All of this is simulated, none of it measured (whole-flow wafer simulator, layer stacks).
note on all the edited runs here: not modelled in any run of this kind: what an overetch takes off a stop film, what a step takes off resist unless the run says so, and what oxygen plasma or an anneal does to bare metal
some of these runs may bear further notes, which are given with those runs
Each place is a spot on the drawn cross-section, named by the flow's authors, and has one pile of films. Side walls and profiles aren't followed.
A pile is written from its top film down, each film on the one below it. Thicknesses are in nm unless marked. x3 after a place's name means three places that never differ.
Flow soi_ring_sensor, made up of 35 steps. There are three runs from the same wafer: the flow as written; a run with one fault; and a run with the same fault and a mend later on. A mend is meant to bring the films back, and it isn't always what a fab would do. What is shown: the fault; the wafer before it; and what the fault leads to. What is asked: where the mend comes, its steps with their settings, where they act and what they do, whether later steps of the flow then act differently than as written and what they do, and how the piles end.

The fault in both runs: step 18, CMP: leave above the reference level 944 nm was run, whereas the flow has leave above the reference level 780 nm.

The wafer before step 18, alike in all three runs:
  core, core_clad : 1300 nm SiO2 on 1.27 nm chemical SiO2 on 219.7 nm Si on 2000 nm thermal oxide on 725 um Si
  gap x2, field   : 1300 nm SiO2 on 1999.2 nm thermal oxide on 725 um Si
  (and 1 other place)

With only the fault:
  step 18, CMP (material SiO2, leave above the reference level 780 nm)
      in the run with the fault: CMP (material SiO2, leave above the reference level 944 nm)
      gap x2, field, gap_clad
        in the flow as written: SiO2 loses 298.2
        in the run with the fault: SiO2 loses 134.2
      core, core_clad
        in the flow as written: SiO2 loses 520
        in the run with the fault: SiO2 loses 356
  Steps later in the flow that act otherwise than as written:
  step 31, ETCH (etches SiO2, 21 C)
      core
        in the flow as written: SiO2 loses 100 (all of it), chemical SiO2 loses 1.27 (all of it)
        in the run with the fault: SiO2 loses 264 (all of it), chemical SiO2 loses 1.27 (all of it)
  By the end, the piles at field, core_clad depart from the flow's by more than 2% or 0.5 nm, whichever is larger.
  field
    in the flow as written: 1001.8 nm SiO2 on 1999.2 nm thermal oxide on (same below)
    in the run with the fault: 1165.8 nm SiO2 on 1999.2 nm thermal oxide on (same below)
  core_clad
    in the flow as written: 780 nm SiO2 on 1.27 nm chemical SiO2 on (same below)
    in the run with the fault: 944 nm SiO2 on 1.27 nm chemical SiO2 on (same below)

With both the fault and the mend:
  The mend stands after step 19.
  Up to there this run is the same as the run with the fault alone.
  step 19a, CMP (material SiO2, leave above the reference level 780 nm) (the flow's step 18, run once more)
      core, gap x2, field, core_clad, gap_clad
        SiO2 loses 164
  None of the later steps of the flow acts differently than as written at any place that is followed.
  The piles end the same as the flow's at every place that both follow.
